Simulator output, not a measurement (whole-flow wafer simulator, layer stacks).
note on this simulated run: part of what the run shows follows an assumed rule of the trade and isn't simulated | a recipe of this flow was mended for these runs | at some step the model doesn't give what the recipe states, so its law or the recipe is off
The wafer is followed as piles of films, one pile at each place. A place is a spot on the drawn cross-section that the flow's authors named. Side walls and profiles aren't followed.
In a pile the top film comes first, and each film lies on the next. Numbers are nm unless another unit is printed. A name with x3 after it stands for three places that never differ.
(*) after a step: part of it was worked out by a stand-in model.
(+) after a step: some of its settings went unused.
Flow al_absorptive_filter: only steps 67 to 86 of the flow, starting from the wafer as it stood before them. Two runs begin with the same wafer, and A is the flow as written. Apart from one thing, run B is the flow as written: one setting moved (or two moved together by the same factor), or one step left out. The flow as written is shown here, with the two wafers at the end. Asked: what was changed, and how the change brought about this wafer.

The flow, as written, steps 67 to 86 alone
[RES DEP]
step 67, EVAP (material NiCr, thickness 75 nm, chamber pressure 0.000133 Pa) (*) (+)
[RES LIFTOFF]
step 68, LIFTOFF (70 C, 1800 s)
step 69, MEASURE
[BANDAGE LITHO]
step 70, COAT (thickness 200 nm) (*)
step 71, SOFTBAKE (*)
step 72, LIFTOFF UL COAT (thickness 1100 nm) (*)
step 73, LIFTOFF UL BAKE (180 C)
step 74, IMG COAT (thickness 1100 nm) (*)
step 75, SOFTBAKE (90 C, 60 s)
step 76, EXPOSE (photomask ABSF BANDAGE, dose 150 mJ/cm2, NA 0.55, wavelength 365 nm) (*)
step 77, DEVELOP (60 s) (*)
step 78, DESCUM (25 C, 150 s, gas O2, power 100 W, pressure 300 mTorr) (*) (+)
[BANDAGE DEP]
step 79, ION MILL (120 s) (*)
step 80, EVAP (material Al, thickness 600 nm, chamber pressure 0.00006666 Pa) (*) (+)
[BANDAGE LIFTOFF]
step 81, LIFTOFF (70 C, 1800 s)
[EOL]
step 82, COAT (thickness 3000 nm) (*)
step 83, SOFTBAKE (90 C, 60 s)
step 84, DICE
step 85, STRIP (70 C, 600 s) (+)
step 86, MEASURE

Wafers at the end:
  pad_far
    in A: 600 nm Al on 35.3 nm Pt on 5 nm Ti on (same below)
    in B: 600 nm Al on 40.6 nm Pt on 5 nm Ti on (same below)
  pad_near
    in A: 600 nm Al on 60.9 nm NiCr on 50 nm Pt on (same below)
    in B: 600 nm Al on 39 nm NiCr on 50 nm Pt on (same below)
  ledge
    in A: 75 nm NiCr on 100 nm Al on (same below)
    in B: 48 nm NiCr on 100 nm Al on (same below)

Cause: step 67, EVAP: thickness 48 nm was run, though the flow has thickness 75 nm; step 79, ION MILL: 77 s was run, where the flow has 120 s.
The wafer itself shows it: ledge has NiCr 48, and step 67 as written asks for 75 nm.

Step by step, how the change led to this:
  step 67, EVAP (material NiCr, thickness 75 nm, chamber pressure 0.000133 Pa) (*) (+)
      gnd, pad_far, ledge and 9 more: A NiCr gains 75 (new film) | B NiCr gains 48 (new film)
      pad_near, res: A NiCr gains 74.2 (new film) | B NiCr gains 47.5 (new film)
  step 68, LIFTOFF (70 C, 1800 s)
      xa_field, xl_land, idc_field: A NiCr loses 75 (all of it), i-line-resist loses 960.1 (all of it), lift-off-underlayer loses 1100 (all of it), acrylic-e-beam-resist loses 200 (all of it) | B NiCr loses 48 (all of it), i-line-resist loses 960.1 (all of it), lift-off-underlayer loses 1100 (all of it), acrylic-e-beam-resist loses 200 (all of it)
      gnd: A NiCr loses 75 (all of it), i-line-resist loses 959.5 (all of it), lift-off-underlayer loses 1100.9 (all of it), acrylic-e-beam-resist loses 200.6 (all of it) | B NiCr loses 48 (all of it), i-line-resist loses 959.5 (all of it), lift-off-underlayer loses 1100.9 (all of it), acrylic-e-beam-resist loses 200.6 (all of it)
      (also at 7 further places)
  step 70, COAT (thickness 200 nm) (*)
      pad_near: A acrylic-e-beam-resist gains 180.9 (new film) | B acrylic-e-beam-resist gains 185.2 (new film)
      res: A acrylic-e-beam-resist gains 218.1 (new film) | B acrylic-e-beam-resist gains 222.9 (new film)
  step 78, DESCUM (25 C, 150 s, gas O2, power 100 W, pressure 300 mTorr) (*) (+)
      pad_near: A acrylic-e-beam-resist loses 180.9 (all of it) | B acrylic-e-beam-resist loses 185.2 (all of it)
  step 79, ION MILL (120 s) (*)
      gnd, ledge, res and 9 more: A i-line-resist loses 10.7 | B i-line-resist loses 6.84
      pad_far: A Pt loses 14.7 | B Pt loses 9.41
      (also at 1 further place)
  step 81, LIFTOFF (70 C, 1800 s)
      res: A Al loses 600 (all of it), i-line-resist loses 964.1 (all of it), lift-off-underlayer loses 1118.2 (all of it), acrylic-e-beam-resist loses 218.1 (all of it) | B Al loses 600 (all of it), i-line-resist loses 975.8 (all of it), lift-off-underlayer loses 1129 (all of it), acrylic-e-beam-resist loses 222.9 (all of it)
  step 83, SOFTBAKE (90 C, 60 s)
      gnd: A i-line-resist gains 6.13 | B i-line-resist gains 5.06
      pad_near: A i-line-resist loses 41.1 | B i-line-resist loses 39.8
      (also at 2 further places)
